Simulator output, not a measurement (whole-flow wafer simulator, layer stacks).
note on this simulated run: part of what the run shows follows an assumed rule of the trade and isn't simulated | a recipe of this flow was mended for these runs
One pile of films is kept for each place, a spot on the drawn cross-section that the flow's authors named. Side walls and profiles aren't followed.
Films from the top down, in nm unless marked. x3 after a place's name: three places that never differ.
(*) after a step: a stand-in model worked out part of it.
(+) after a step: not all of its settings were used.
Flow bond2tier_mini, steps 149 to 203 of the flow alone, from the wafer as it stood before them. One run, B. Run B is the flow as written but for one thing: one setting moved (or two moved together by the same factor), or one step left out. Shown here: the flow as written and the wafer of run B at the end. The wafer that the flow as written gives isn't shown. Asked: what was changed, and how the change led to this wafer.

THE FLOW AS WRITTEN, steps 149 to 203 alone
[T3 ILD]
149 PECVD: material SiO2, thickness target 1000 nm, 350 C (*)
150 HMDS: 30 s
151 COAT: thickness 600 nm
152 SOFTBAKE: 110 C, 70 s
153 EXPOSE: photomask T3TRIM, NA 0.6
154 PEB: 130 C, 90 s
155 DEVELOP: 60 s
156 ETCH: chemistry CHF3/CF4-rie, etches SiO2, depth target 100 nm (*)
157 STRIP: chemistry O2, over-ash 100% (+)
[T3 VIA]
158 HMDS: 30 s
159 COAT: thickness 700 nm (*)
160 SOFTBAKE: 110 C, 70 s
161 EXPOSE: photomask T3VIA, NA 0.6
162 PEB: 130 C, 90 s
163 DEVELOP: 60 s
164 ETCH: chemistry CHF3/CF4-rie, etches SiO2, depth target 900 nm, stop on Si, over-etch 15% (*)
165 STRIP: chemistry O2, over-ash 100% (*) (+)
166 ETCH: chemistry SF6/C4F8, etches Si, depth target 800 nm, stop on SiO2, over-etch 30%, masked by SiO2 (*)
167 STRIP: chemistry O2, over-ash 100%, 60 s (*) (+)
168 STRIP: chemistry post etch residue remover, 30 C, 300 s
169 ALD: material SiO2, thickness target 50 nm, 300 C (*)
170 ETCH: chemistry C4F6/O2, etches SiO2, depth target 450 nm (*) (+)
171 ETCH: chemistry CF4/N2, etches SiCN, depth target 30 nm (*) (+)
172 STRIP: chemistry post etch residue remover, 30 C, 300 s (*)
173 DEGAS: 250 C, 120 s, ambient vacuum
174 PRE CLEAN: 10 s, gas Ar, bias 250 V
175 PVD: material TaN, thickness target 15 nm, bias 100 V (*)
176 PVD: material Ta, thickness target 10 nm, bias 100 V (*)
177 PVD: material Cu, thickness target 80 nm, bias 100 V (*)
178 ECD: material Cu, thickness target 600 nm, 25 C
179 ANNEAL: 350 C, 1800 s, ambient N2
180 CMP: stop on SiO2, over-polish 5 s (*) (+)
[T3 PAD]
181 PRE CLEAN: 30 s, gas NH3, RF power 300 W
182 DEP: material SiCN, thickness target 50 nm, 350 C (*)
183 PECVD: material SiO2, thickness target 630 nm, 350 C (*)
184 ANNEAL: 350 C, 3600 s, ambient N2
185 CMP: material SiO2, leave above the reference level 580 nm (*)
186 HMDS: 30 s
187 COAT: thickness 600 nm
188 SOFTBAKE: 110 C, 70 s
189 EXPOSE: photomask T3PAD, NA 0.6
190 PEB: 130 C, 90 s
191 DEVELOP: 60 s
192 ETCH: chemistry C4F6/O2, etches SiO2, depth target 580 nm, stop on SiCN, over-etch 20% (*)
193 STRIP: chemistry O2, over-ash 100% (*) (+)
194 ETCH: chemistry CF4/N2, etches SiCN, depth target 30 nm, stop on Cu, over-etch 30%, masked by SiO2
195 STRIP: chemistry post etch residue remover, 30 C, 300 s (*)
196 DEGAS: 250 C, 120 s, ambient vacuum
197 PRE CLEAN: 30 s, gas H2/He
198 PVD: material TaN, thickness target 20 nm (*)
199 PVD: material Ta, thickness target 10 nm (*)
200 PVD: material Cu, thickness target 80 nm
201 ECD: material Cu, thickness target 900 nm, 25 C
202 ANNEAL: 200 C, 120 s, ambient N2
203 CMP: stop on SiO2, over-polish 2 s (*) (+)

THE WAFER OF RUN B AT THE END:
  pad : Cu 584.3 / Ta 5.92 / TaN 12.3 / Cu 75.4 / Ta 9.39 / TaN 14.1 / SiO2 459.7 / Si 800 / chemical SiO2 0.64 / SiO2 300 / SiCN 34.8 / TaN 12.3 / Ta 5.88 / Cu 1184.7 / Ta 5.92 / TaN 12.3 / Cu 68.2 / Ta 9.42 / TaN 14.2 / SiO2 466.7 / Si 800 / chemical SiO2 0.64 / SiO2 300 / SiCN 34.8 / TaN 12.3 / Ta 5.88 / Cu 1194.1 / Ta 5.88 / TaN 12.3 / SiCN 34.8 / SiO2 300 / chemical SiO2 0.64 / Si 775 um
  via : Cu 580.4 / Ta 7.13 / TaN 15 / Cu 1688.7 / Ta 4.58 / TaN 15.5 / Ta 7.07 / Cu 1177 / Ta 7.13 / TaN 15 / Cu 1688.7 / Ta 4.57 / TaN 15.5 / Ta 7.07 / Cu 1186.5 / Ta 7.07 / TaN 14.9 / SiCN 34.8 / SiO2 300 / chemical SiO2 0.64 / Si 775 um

The cause: step 156, ETCH: depth target 107.2 nm was run, where the flow has depth target 100 nm.

How the change led to this, step by step:
  156 ETCH: chemistry CHF3/CF4-rie, etches SiO2, depth target 100 nm (*)
      pad, via: SiO2 -107.2 (as written it would be: SiO2 -100)
      field: thick-KrF-resist -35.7 (as written it would be: thick-KrF-resist -33.3)
  164 ETCH: chemistry CHF3/CF4-rie, etches SiO2, depth target 900 nm, stop on Si, over-etch 15% (*)
      via: SiO2 -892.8 (all of it), Si -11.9 (as written it would be: SiO2 -900 (all of it), Si -11.2)
